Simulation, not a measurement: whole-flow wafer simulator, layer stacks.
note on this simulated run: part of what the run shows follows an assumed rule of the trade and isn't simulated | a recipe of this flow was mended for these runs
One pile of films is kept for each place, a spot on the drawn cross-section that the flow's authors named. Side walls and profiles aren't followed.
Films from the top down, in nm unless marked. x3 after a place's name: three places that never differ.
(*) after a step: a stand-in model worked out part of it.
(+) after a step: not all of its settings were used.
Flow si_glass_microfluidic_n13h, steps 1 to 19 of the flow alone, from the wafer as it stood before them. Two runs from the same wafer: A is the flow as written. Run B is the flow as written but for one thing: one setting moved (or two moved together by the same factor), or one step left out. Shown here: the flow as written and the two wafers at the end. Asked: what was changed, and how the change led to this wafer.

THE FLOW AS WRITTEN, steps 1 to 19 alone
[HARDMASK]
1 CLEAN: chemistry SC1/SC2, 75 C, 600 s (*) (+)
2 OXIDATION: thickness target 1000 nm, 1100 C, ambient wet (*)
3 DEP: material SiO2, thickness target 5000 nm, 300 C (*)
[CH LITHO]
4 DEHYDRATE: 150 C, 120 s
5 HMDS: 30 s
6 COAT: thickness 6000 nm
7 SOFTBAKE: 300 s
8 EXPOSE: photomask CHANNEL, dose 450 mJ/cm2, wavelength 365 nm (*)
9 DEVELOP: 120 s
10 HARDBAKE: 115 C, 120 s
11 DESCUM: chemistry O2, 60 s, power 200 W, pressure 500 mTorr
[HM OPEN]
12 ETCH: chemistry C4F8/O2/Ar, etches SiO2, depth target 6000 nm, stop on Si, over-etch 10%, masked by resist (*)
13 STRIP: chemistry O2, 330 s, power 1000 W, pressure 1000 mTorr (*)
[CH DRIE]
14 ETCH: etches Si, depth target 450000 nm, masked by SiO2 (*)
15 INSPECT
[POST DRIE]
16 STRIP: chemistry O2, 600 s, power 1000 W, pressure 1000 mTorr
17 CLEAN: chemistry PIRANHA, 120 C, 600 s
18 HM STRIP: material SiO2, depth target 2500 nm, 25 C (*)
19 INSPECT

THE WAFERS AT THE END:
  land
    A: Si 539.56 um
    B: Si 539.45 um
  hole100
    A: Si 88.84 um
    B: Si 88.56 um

The cause: step 2, OXIDATION: thickness target 1240 nm was run, where the flow has thickness target 1000 nm; step 12, ETCH: depth target 7440 nm was run, where the flow has depth target 6000 nm.

How the change led to this, step by step:
  2 OXIDATION: thickness target 1000 nm, 1100 C, ambient wet (*)
      land, hole100: A SiO2 +1000 (new film), chemical SiO2 -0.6 (all of it), Si -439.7 | B SiO2 +1240 (new film), chemical SiO2 -0.6 (all of it), Si -545.3
  12 ETCH: chemistry C4F8/O2/Ar, etches SiO2, depth target 6000 nm, stop on Si, over-etch 10%, masked by resist (*)
      land: A thick-i-line-resist -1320 | B thick-i-line-resist -1636.8
      hole100: A SiO2 -6000 (all of it), Si -75 | B SiO2 -6240 (all of it), Si -243
  13 STRIP: chemistry O2, 330 s, power 1000 W, pressure 1000 mTorr (*)
      land: A thick-i-line-resist -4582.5 (all of it) | B thick-i-line-resist -4265.7 (all of it)
  18 HM STRIP: material SiO2, depth target 2500 nm, 25 C (*)
      land: A SiO2 -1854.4 (all of it) | B SiO2 -2093.3 (all of it)
